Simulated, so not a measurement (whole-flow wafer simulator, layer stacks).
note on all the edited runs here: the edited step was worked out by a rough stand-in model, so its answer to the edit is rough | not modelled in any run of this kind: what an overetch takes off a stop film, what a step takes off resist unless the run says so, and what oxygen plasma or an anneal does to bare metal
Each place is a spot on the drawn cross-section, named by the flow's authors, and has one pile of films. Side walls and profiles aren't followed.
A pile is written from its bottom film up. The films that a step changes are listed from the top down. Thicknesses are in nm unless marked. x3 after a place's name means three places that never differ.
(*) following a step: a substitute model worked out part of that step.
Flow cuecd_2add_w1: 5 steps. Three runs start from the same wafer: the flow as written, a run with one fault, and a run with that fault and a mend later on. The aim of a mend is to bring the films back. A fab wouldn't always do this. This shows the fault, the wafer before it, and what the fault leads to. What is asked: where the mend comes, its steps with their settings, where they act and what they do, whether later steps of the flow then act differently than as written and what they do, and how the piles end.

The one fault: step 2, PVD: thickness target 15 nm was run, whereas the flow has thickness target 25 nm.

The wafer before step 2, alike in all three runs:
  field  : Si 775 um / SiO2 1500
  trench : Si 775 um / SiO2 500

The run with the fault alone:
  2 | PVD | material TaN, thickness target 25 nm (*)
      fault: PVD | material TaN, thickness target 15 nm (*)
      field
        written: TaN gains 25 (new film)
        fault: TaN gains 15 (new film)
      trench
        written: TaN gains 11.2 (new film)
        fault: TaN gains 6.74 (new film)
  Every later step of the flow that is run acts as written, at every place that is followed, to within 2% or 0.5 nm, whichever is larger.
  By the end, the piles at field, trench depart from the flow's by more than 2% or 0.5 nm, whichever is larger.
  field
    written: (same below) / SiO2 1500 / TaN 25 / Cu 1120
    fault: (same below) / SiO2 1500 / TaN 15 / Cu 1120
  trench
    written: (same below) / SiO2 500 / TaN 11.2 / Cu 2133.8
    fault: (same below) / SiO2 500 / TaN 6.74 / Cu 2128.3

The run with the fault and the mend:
  The mend follows step 2.
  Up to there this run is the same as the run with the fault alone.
  2a | PVD | material TaN, thickness target 10 nm (*) (the flow's step 2, run once more with other settings)
      field
        TaN gains 10
      trench
        TaN gains 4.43
  Every later step of the flow that is run acts as written at every place that is followed.
  At every place that both follow, the piles at the end match the flow's.
